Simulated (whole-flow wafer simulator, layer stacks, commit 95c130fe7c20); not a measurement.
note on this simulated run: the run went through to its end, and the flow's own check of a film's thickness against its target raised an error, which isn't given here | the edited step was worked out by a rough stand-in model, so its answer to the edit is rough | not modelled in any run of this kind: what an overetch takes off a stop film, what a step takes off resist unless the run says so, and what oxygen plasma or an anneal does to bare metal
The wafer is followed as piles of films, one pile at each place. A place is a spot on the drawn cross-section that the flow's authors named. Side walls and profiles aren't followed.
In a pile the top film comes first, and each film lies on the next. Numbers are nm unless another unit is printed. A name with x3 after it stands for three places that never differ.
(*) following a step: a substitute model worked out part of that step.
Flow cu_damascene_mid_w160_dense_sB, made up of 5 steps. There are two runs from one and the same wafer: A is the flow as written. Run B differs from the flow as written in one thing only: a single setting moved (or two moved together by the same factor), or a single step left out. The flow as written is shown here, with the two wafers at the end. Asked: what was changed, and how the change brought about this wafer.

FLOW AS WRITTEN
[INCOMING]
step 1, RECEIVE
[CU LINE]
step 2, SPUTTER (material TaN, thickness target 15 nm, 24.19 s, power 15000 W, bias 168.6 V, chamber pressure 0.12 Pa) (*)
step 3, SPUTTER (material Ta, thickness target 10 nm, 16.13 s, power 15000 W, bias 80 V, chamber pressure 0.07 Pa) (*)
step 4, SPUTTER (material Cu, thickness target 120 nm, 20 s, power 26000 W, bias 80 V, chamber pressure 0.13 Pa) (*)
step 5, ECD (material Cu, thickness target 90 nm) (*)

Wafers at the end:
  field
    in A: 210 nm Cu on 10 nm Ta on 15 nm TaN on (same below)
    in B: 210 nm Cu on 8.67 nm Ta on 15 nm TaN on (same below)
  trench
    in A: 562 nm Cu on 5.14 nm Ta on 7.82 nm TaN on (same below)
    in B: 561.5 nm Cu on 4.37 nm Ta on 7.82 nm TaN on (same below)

Cause: step 3, SPUTTER: power 13000 W was run, whereas the flow has power 15000 W.

The path from the change to this, step by step:
  step 3, SPUTTER (material Ta, thickness target 10 nm, 16.13 s, power 15000 W, bias 80 V, chamber pressure 0.07 Pa) (*)
      field: A +10 Ta (new film) | B +8.67 Ta (new film)
      trench: A +5.14 Ta (new film) | B +4.37 Ta (new film)
